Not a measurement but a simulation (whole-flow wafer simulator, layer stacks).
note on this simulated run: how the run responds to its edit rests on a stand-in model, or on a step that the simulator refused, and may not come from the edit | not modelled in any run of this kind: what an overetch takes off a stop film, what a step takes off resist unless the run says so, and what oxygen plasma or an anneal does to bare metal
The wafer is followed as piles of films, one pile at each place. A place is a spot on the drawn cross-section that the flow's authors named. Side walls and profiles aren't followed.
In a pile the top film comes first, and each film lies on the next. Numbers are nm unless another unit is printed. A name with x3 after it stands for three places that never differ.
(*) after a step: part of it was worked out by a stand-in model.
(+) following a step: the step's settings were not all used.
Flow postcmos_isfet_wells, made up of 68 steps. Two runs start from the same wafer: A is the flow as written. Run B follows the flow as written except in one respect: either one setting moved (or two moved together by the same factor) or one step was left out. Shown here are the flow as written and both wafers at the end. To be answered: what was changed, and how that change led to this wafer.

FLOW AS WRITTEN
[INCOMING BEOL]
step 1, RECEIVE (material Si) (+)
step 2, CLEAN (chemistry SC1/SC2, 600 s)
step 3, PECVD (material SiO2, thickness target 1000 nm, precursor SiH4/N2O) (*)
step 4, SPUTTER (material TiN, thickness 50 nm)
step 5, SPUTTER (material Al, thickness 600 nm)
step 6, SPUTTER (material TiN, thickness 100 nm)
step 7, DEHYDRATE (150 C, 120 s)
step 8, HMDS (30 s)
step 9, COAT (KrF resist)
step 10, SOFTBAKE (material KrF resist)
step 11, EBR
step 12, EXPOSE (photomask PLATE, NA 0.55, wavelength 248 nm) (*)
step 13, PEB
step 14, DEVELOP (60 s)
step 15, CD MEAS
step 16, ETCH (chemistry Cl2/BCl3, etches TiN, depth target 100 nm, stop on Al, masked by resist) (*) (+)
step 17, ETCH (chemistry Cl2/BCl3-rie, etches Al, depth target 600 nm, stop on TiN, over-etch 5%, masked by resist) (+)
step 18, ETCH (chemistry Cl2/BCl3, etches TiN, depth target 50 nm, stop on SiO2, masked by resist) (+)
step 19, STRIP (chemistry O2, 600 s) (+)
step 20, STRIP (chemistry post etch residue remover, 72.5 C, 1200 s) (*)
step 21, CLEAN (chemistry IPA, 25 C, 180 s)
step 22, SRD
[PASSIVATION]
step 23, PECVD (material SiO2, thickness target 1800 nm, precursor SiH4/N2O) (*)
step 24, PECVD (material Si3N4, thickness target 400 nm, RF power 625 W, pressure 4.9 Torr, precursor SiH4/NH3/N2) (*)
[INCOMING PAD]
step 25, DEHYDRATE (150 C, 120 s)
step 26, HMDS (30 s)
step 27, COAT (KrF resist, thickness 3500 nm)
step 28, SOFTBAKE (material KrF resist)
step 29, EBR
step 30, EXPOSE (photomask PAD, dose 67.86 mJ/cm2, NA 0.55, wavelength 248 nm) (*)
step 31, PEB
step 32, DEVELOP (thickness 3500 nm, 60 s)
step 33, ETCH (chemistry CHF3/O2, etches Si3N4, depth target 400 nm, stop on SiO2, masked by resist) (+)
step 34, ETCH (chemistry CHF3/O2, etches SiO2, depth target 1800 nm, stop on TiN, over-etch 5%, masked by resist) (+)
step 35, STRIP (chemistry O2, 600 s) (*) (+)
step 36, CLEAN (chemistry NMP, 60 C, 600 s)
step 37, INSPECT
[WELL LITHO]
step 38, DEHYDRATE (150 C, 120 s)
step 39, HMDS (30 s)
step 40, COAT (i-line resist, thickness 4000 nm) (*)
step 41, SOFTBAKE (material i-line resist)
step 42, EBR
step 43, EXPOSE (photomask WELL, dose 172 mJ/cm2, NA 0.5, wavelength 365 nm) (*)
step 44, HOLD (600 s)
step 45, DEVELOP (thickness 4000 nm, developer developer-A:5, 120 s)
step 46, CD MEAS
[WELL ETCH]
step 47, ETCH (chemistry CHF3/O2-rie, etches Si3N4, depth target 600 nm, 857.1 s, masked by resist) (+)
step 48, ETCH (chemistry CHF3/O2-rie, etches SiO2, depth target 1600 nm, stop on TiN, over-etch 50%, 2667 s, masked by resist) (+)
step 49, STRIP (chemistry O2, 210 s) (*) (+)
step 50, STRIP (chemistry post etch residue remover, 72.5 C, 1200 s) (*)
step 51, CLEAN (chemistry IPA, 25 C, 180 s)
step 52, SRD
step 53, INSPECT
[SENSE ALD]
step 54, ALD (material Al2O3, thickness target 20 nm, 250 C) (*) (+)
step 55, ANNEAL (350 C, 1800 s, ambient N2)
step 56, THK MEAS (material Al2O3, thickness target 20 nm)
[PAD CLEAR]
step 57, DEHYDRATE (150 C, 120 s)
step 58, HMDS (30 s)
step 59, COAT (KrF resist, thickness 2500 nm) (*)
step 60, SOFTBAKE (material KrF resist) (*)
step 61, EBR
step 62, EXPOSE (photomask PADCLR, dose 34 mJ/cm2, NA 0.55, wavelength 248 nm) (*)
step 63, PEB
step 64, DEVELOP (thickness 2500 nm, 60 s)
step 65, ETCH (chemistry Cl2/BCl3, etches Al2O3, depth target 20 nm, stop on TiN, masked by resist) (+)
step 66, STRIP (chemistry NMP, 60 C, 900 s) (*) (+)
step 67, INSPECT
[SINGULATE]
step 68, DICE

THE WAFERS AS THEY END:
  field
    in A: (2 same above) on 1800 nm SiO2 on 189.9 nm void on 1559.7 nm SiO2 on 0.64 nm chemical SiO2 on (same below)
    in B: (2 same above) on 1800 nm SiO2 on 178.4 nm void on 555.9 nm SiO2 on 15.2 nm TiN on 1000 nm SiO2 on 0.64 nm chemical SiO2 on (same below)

Cause: step 18, ETCH: depth target 34.38 nm was run, whereas the flow has depth target 50 nm.

The path from the change to this, step by step:
  step 18, ETCH (chemistry Cl2/BCl3, etches TiN, depth target 50 nm, stop on SiO2, masked by resist) (+)
      field: A TiN loses 50 (all of it) | B TiN loses 34.4
      margin, well900, well1300 x3, pad_rim, pad_clr, pad_open: A KrF resist loses 20 | B KrF resist loses 13.8
  step 23, PECVD (material SiO2, thickness target 1800 nm, precursor SiH4/N2O) (*)
      field: A SiO2 gains 1800 (new film), void gains 189.9 (new film), SiO2 gains 559.7 | B SiO2 gains 1800 (new film), void gains 178.4 (new film), SiO2 gains 555.9 (new film)
With metal films that touch counted as one body, field has 1 body; the flow as written gives 0 bodies.
